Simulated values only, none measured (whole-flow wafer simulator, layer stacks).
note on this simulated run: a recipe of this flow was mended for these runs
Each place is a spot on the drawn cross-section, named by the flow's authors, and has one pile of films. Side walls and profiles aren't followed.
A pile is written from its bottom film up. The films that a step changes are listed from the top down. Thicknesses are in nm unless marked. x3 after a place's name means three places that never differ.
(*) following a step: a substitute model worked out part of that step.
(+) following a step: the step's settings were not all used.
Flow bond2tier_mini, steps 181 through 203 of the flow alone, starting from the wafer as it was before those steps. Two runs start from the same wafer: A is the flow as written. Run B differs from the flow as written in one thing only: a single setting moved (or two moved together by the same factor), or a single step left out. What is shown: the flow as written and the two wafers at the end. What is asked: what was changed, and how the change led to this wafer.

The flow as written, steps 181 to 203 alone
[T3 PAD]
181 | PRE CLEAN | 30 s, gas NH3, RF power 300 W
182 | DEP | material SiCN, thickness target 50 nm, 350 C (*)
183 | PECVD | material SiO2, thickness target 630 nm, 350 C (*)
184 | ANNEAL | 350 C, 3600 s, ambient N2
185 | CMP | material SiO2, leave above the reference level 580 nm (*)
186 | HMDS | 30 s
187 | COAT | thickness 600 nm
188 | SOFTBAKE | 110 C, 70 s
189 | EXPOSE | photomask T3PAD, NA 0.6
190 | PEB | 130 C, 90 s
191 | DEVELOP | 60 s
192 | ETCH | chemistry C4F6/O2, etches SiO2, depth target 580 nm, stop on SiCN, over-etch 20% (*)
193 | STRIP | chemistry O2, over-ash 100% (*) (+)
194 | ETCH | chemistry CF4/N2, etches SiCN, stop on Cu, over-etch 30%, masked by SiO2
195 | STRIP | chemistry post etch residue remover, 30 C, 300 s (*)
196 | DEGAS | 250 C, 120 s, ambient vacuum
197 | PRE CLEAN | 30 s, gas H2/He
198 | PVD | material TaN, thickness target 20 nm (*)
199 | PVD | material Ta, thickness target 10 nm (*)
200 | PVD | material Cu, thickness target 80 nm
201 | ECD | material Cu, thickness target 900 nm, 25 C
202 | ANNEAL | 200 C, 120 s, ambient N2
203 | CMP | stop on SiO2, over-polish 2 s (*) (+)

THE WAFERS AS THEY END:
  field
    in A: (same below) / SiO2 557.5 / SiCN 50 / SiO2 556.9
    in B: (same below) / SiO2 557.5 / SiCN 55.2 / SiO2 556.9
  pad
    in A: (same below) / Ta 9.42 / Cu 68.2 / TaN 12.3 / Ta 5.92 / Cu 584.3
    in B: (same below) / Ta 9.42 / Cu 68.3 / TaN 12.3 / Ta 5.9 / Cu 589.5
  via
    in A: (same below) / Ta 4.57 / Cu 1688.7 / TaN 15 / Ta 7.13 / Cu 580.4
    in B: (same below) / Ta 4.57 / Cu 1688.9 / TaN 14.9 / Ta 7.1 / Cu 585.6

What caused this: step 182, DEP: thickness target 55.2 nm was run, while the flow as written has thickness target 50 nm.
The wafer lets one read it off: field has SiCN 55.2, and step 182 as written asks for 50 nm.

Step by step, how the change led to this:
  182 | DEP | material SiCN, thickness target 50 nm, 350 C (*)
      field, pad, via: A +50 SiCN (new film) | B +55.2 SiCN (new film)
  194 | ETCH | chemistry CF4/N2, etches SiCN, stop on Cu, over-etch 30%, masked by SiO2
      pad, via: A -30.4 SiCN (all of it), -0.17 Cu | B -35.6 SiCN (all of it), -0.07 Cu
